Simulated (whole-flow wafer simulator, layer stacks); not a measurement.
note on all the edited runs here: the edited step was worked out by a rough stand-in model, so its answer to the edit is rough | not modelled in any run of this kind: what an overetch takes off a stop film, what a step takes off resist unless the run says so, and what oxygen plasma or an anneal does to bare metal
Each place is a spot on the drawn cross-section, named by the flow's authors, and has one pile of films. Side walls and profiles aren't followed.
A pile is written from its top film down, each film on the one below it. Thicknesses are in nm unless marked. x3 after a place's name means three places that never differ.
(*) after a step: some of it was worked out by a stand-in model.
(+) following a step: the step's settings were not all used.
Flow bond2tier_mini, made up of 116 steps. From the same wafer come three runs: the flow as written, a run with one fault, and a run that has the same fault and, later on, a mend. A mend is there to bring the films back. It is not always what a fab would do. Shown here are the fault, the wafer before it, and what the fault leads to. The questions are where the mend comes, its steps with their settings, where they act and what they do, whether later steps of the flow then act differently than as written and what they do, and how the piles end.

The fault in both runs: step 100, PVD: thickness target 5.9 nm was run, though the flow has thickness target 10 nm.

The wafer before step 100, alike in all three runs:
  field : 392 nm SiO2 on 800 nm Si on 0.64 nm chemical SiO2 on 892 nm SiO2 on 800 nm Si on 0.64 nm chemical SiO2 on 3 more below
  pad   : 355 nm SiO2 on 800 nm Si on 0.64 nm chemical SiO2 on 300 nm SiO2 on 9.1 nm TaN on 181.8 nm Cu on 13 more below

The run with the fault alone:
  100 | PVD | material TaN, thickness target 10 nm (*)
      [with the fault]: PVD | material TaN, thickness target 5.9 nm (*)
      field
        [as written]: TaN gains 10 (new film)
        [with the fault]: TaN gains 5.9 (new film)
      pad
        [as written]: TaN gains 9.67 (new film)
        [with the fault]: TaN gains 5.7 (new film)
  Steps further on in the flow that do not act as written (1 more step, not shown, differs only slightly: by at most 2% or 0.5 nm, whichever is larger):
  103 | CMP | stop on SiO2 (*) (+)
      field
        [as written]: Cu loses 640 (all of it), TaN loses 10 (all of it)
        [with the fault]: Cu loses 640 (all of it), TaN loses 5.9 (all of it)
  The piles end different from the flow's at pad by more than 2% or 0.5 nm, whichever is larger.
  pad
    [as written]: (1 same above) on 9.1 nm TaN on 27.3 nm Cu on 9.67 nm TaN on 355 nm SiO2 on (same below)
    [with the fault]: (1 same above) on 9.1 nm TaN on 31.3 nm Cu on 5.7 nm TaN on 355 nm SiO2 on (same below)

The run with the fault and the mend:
  The mend follows step 100.
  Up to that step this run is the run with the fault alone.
  100a | PVD | material TaN, thickness target 4.1 nm (*) (the flow's step 100, run once more with other settings)
      field
        TaN gains 4.1
      pad
        TaN gains 3.96
  None of the later steps of the flow acts differently than as written at any place that is followed.
  The piles end only slightly different from the flow's at the places that both follow, by no more than 2% or 0.5 nm, whichever is larger.
